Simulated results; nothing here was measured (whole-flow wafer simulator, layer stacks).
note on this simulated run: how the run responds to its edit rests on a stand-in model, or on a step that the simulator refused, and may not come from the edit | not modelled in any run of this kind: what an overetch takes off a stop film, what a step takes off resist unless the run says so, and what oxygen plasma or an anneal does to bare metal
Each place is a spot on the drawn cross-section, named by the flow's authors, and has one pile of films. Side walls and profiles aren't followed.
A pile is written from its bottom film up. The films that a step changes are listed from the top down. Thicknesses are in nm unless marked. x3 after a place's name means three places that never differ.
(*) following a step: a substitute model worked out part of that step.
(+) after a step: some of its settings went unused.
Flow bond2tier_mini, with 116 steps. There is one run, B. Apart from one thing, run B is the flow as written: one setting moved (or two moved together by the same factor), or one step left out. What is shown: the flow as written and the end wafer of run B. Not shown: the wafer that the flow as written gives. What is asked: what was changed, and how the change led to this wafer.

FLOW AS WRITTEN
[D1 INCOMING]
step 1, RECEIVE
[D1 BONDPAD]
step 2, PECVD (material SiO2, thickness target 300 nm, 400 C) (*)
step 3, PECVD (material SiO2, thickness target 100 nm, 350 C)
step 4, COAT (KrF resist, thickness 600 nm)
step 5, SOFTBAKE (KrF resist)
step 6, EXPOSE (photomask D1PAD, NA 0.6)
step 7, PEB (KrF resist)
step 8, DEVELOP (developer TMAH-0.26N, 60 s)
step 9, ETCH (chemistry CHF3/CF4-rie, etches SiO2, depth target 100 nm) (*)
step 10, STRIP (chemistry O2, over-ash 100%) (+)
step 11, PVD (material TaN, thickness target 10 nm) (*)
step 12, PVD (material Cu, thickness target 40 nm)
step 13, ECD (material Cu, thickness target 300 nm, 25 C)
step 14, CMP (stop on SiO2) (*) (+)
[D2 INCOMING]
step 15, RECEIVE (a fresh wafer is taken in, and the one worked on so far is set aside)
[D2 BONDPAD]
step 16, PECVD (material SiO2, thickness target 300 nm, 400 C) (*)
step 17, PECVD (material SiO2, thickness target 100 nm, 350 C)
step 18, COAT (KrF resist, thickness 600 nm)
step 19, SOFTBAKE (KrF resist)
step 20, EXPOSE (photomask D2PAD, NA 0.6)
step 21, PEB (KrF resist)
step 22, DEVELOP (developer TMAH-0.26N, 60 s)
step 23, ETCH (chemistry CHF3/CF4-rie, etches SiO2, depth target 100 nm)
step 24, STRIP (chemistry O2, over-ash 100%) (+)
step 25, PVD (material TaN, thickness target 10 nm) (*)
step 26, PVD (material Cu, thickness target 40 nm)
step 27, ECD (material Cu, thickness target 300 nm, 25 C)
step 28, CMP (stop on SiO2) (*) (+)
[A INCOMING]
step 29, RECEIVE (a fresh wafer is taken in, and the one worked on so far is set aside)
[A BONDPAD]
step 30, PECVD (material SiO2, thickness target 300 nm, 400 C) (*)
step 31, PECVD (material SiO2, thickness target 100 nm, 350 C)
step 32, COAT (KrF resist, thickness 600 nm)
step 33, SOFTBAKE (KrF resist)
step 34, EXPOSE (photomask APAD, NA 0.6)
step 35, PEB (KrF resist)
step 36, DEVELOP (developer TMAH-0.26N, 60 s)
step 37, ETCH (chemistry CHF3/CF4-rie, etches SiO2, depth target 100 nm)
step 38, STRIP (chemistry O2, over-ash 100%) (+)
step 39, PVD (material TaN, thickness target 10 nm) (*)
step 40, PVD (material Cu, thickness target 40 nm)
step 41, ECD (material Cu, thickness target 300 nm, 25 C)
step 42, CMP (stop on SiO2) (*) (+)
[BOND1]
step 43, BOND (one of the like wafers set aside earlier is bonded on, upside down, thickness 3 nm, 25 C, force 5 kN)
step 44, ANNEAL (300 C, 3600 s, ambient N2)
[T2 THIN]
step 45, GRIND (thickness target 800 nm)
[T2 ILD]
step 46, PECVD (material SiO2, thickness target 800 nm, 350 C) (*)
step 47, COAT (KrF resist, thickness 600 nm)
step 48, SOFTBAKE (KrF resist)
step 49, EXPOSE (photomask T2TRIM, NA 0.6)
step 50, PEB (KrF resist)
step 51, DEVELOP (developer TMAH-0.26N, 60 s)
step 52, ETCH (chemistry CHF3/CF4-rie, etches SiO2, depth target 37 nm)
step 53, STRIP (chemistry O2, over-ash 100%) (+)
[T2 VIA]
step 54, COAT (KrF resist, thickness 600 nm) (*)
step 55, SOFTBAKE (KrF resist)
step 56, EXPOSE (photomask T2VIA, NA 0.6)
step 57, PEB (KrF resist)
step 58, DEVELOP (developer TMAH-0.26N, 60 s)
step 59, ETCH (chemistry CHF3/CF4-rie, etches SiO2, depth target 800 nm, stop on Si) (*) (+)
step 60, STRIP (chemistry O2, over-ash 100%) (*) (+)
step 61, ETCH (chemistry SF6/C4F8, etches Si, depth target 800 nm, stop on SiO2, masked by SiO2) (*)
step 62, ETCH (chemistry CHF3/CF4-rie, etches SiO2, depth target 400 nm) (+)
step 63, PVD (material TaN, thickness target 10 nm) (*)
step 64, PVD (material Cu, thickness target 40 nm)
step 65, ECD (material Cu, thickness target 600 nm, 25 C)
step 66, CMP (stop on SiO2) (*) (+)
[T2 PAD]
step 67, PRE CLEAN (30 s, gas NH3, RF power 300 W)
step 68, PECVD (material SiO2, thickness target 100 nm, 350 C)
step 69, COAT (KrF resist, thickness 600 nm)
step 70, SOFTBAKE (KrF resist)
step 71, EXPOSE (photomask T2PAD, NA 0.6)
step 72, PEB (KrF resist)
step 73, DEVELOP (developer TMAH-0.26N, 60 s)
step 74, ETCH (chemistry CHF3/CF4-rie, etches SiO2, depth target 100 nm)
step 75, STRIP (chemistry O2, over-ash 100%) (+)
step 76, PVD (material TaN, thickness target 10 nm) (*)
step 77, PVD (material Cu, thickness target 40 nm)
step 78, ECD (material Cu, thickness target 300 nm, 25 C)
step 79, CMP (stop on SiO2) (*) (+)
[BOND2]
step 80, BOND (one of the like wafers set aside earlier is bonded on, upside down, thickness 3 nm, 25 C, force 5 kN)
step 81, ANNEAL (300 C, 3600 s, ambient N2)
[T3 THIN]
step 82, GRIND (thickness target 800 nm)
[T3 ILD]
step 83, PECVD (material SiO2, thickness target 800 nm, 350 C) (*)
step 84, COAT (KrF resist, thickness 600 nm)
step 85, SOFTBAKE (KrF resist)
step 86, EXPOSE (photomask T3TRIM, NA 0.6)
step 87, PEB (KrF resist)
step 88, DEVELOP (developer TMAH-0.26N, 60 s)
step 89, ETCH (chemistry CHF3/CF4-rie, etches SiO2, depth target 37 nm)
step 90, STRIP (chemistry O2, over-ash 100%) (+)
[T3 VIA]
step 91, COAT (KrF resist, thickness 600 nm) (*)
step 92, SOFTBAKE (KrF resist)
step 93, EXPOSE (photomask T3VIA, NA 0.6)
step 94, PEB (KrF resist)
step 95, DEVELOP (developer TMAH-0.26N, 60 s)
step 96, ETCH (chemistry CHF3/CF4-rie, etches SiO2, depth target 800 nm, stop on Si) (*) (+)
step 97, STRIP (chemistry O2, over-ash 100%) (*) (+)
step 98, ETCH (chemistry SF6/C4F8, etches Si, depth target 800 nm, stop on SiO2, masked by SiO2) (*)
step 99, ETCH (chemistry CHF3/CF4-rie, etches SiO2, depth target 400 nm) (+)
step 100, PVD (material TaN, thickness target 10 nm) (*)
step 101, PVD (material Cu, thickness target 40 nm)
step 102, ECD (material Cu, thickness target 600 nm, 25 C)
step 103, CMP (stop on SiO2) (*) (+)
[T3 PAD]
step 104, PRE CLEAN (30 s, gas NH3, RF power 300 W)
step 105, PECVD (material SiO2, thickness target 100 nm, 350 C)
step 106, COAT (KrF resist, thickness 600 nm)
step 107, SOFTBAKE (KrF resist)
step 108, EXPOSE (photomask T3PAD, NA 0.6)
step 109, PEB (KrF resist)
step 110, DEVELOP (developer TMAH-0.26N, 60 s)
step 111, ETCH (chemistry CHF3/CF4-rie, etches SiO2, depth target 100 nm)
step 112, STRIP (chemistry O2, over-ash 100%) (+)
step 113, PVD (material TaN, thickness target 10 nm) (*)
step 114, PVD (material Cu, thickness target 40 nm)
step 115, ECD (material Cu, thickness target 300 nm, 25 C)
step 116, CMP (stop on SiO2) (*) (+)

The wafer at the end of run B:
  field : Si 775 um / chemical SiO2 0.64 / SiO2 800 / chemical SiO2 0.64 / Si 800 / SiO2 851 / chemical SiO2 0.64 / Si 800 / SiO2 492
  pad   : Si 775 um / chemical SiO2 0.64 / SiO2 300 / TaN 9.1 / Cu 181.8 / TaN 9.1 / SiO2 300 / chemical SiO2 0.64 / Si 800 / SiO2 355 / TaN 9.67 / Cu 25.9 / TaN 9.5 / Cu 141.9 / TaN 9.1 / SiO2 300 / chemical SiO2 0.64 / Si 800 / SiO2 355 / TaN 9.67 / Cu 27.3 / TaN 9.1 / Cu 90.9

The reason: step 68, PECVD: thickness target 59 nm was run, though the flow has thickness target 100 nm.

The path from the change to this, step by step:
  step 68, PECVD (material SiO2, thickness target 100 nm, 350 C)
      field: +59 SiO2 (as written it would have been: +100 SiO2)
      pad: +59 SiO2 (new film) (as written it would have been: +100 SiO2 (new film))
  step 74, ETCH (chemistry CHF3/CF4-rie, etches SiO2, depth target 100 nm)
      pad: -59 SiO2 (all of it), -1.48 Cu (as written it would have been: -100 SiO2 (all of it))
      field: -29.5 KrF resist (as written it would have been: -33.3 KrF resist)
  step 77, PVD (material Cu, thickness target 40 nm)
      pad: +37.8 Cu (new film) (as written it would have been: +36.4 Cu (new film))
  step 78, ECD (material Cu, thickness target 300 nm, 25 C)
      pad: +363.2 Cu (as written it would have been: +404.5 Cu)
